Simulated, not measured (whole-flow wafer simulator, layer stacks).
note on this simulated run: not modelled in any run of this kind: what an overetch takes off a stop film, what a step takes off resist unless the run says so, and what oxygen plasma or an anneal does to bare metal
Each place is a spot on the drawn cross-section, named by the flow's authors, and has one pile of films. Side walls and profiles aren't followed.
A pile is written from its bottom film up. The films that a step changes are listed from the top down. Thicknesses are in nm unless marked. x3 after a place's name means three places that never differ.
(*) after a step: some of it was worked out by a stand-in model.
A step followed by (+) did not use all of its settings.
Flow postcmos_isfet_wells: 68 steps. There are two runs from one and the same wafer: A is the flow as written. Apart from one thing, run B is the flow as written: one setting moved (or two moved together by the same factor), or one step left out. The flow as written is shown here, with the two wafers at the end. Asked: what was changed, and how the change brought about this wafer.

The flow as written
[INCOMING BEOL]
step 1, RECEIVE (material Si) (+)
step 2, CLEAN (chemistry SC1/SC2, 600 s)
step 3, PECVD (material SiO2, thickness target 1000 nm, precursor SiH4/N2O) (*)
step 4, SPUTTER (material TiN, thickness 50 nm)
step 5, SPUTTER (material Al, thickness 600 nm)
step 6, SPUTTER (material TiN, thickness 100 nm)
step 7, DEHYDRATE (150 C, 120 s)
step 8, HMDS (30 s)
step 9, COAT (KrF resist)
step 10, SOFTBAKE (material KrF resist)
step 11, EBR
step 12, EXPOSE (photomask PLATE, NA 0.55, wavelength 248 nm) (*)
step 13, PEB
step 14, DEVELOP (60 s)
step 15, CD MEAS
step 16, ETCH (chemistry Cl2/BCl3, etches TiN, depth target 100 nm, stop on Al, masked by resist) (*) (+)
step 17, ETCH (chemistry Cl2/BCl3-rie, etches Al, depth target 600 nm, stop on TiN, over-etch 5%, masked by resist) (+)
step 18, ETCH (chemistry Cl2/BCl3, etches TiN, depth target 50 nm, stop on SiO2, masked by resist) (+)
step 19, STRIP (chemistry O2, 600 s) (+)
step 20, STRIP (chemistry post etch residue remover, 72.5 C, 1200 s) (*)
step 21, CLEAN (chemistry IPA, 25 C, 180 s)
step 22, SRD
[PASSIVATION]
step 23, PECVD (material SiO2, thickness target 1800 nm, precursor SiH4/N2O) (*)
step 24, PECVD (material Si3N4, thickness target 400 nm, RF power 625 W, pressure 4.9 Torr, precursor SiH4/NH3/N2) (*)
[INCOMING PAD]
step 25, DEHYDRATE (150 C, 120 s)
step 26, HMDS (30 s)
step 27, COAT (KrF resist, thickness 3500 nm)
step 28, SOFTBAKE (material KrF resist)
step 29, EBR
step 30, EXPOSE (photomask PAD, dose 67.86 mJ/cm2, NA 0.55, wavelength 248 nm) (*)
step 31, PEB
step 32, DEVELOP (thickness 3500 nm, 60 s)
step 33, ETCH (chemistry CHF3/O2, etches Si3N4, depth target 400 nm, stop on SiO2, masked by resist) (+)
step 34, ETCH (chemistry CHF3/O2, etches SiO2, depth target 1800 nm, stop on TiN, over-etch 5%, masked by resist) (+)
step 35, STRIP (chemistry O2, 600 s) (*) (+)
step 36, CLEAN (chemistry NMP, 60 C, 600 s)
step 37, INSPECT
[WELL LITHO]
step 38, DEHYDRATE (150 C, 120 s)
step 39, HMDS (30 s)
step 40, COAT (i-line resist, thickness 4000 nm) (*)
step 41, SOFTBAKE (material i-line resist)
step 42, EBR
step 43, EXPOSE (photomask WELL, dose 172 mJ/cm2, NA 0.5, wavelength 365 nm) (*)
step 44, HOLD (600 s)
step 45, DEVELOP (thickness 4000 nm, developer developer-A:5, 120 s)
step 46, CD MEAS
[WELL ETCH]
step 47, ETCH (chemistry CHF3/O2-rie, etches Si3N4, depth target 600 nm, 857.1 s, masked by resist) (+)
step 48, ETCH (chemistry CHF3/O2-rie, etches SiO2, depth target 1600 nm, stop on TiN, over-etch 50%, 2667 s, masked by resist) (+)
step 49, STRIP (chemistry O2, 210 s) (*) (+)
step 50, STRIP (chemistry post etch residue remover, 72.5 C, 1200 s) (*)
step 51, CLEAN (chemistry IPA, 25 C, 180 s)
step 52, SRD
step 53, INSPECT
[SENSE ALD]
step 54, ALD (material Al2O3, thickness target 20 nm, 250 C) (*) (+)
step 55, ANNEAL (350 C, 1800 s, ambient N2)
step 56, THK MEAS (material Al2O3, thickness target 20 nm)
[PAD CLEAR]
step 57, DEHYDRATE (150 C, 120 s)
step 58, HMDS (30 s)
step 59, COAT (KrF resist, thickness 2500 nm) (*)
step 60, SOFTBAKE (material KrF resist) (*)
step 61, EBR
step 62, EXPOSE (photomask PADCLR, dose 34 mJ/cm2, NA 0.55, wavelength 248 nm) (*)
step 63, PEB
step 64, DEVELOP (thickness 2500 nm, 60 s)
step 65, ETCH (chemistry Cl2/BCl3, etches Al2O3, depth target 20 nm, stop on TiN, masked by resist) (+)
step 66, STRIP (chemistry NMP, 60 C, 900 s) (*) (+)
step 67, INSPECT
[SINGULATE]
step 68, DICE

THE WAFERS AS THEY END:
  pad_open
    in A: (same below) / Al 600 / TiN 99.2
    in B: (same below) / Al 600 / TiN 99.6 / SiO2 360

What caused this: step 34, ETCH: depth target 1440 nm was run, while the flow as written has depth target 1800 nm.

The path from the change to this, step by step:
  step 34, ETCH (chemistry CHF3/O2, etches SiO2, depth target 1800 nm, stop on TiN, over-etch 5%, masked by resist) (+)
      pad_open: A SiO2 loses 1800 (all of it) | B SiO2 loses 1440
      field, margin, well900, well1300 x3, pad_rim, pad_clr: A KrF resist loses 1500 | B KrF resist loses 1200
  step 35, STRIP (chemistry O2, 600 s) (*) (+)
      field, margin, well900, well1300 x3, pad_rim, pad_clr: A KrF resist loses 1638.4 (all of it) | B KrF resist loses 1938.4 (all of it)
  step 40, COAT (i-line resist, thickness 4000 nm) (*)
      pad_clr: A i-line resist gains 3256.8 (new film) | B i-line resist gains 3370.3 (new film)
      pad_open: A i-line resist gains 4804.7 (new film) | B i-line resist gains 4675 (new film)
  step 41, SOFTBAKE (material i-line resist)
      pad_clr: A i-line resist loses 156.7 | B i-line resist loses 121.8
      pad_open: A i-line resist gains 115.3 | B i-line resist gains 99.1
  step 49, STRIP (chemistry O2, 210 s) (*) (+)
      pad_clr: A i-line resist loses 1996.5 (all of it) | B i-line resist loses 2144.8 (all of it)
      pad_open: A i-line resist loses 3816.3 (all of it) | B i-line resist loses 3670.4 (all of it)
  step 59, COAT (KrF resist, thickness 2500 nm) (*)
      pad_rim: A KrF resist gains 1976.4 (new film) | B KrF resist gains 2058.5 (new film)
      pad_clr: A KrF resist gains 1691.6 (new film) | B KrF resist gains 1813.2 (new film)
      (as well as at 1 more place)
  step 60, SOFTBAKE (material KrF resist) (*)
      pad_clr: A KrF resist loses 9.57 | B KrF resist loses 8
  step 64, DEVELOP (thickness 2500 nm, 60 s)
      pad_clr: A KrF resist loses 1682 (all of it) | B KrF resist loses 1805.2 (all of it)
      pad_open: A KrF resist loses 3067.2 (all of it) | B KrF resist loses 2976.4 (all of it)
  step 66, STRIP (chemistry NMP, 60 C, 900 s) (*) (+)
      pad_rim: A KrF resist loses 1937.7 (all of it) | B KrF resist loses 2019.4 (all of it)
